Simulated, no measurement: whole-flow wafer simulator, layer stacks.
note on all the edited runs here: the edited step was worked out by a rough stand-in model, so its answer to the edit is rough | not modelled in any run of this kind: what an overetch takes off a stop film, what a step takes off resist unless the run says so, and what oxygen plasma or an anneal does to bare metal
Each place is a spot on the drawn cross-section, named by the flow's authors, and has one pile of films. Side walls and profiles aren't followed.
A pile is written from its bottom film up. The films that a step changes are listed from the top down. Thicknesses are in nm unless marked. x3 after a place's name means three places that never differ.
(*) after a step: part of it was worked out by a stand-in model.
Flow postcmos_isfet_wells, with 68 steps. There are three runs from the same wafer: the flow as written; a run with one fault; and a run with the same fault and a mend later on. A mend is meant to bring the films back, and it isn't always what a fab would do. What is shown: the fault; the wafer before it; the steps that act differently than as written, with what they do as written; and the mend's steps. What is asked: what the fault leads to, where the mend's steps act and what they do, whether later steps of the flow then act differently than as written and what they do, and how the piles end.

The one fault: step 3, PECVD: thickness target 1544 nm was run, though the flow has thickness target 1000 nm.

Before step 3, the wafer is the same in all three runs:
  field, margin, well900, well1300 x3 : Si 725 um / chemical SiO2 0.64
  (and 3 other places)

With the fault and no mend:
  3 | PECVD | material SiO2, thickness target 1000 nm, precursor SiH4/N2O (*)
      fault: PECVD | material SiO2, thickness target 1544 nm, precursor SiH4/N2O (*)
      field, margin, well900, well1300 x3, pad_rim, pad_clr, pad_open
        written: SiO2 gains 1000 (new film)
        fault: SiO2 gains 1544 (new film)
  Every later step of the flow that is run acts as written at every place that is followed.
  The piles end different from the flow's at field, margin, well900, well1300 x3, pad_rim, pad_clr, pad_open by more than 2% or 0.5 nm, whichever is larger.
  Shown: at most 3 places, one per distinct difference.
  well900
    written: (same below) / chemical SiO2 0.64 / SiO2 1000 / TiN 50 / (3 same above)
    fault: (same below) / chemical SiO2 0.64 / SiO2 1544 / TiN 50 / (3 same above)
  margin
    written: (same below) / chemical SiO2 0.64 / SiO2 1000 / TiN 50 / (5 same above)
    fault: (same below) / chemical SiO2 0.64 / SiO2 1544 / TiN 50 / (5 same above)
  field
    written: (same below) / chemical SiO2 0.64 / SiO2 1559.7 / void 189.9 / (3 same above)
    fault: (same below) / chemical SiO2 0.64 / SiO2 2103.7 / void 189.9 / (3 same above)

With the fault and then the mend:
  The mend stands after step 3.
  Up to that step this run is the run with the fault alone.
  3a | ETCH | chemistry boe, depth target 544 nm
      field, margin, well900, well1300 x3, pad_rim, pad_clr, pad_open
        SiO2 loses 544
  Every later step of the flow that is run acts as written at every place that is followed.
  The piles end the same as the flow's at every place that both follow.
